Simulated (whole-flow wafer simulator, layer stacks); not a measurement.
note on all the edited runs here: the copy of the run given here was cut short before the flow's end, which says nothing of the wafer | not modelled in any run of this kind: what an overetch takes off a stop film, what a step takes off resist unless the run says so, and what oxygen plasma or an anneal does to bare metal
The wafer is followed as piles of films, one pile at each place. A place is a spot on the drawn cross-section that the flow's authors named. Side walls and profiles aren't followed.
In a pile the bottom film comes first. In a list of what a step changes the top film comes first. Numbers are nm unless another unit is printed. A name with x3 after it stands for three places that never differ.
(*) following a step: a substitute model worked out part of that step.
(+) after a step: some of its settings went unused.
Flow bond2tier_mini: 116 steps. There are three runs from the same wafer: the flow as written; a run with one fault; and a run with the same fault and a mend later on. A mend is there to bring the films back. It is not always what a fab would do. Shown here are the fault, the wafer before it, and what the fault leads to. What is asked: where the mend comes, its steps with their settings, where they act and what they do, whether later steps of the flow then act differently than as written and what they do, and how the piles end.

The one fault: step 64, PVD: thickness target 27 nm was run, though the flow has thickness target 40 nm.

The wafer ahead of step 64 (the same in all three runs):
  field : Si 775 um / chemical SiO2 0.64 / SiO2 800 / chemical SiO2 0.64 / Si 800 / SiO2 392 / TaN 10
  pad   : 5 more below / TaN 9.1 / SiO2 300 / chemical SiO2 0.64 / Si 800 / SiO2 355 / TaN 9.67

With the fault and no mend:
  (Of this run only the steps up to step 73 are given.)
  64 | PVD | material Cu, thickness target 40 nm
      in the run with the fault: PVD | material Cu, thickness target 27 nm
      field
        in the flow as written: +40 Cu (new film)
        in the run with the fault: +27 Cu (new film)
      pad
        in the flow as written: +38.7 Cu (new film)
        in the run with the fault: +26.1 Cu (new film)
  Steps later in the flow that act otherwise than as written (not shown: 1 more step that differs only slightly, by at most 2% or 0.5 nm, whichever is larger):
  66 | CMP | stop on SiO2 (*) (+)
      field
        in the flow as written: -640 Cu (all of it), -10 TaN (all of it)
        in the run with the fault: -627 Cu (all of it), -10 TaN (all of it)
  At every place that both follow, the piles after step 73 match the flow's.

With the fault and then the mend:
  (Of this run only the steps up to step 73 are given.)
  The mend stands after step 64.
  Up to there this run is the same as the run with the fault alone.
  64a | PVD | material Cu, thickness target 13 nm (the flow's step 64, run once more with other settings)
      field
        +13 Cu
      pad
        +12.5 Cu
  Every later step of the flow up to step 73 that is run acts as written at every place that is followed.
  At every place that both follow, the piles after step 73 match the flow's.
